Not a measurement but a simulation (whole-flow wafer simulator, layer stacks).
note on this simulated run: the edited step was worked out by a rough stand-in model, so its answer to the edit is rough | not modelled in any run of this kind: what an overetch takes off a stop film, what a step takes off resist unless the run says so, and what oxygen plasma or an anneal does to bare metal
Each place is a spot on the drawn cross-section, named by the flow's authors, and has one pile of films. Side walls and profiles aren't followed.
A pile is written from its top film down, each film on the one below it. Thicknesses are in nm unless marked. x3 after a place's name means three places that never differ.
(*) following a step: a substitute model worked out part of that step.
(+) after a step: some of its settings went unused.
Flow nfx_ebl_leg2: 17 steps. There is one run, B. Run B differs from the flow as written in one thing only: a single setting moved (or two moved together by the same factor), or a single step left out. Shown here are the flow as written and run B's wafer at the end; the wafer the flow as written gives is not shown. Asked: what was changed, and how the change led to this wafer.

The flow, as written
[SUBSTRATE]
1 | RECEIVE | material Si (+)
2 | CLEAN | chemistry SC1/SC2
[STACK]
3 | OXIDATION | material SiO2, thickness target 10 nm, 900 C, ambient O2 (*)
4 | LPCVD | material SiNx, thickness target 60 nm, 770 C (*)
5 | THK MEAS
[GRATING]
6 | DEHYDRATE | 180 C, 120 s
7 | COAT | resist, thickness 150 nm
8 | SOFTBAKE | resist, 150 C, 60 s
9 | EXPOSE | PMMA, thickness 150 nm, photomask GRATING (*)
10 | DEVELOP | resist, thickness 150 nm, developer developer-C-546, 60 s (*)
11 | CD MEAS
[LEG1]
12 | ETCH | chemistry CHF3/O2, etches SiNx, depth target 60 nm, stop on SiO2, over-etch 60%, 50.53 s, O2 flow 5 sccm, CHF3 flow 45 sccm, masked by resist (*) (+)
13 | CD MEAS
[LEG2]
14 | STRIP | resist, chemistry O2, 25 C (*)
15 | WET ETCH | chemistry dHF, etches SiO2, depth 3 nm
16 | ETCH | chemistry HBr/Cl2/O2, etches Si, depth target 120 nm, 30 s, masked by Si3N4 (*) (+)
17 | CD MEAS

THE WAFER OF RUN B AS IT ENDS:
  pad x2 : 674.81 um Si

The reason: step 16, ETCH: depth target 186 nm was run, whereas the flow has depth target 120 nm.

How this came from the change, step by step:
  16 | ETCH | chemistry HBr/Cl2/O2, etches Si, depth target 120 nm, 30 s, masked by Si3N4 (*) (+)
      pad x2: Si loses 186 (in the flow as written it would be: Si loses 120)
